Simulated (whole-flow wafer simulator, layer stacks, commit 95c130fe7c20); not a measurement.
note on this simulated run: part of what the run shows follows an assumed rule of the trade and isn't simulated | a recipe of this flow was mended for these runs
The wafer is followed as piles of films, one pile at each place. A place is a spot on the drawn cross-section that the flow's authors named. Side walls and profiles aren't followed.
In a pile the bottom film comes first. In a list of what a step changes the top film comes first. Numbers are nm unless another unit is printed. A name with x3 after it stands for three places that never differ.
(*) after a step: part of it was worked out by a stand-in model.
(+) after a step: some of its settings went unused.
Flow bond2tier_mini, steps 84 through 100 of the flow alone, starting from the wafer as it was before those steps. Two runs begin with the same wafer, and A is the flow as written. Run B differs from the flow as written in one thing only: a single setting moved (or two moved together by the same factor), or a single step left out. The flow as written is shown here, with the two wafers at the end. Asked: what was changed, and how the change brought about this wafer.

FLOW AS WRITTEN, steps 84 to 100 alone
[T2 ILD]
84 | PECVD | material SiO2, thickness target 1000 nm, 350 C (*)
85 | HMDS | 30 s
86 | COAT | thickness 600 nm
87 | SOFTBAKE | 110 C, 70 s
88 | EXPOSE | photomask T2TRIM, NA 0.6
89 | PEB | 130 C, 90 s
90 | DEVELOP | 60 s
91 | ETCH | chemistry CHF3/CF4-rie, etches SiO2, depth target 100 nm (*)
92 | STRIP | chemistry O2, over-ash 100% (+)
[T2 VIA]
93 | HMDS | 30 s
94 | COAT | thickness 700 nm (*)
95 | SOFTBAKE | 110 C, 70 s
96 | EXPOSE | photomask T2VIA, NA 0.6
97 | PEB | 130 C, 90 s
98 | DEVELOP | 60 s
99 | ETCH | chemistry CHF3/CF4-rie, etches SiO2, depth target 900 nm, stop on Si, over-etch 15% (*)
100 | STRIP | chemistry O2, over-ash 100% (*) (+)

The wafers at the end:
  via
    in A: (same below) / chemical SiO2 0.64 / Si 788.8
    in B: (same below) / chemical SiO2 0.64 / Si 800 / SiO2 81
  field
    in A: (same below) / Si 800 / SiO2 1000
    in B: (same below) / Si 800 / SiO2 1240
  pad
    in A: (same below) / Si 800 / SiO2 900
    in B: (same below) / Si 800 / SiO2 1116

What caused this: step 84, PECVD: thickness target 1240 nm was run, whereas the flow has thickness target 1000 nm; step 91, ETCH: depth target 124 nm was run, where the flow has depth target 100 nm.
The wafer itself shows it: field has SiO2 1240, and step 84 as written asks for 1000 nm.

The path from the change to this, step by step:
  84 | PECVD | material SiO2, thickness target 1000 nm, 350 C (*)
      field, pad, via: A +1000 SiO2 (new film) | B +1240 SiO2 (new film)
  91 | ETCH | chemistry CHF3/CF4-rie, etches SiO2, depth target 100 nm (*)
      pad, via: A -100 SiO2 | B -124 SiO2
      field: A -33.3 thick-KrF-resist | B -41.3 thick-KrF-resist
  99 | ETCH | chemistry CHF3/CF4-rie, etches SiO2, depth target 900 nm, stop on Si, over-etch 15% (*)
      via: A -900 SiO2 (all of it), -11.2 Si | B -1035 SiO2
  100 | STRIP | chemistry O2, over-ash 100% (*) (+)
      field: A -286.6 thick-KrF-resist (all of it) | B -276.6 thick-KrF-resist (all of it)
      pad: A -372.9 thick-KrF-resist (all of it) | B -383.4 thick-KrF-resist (all of it)
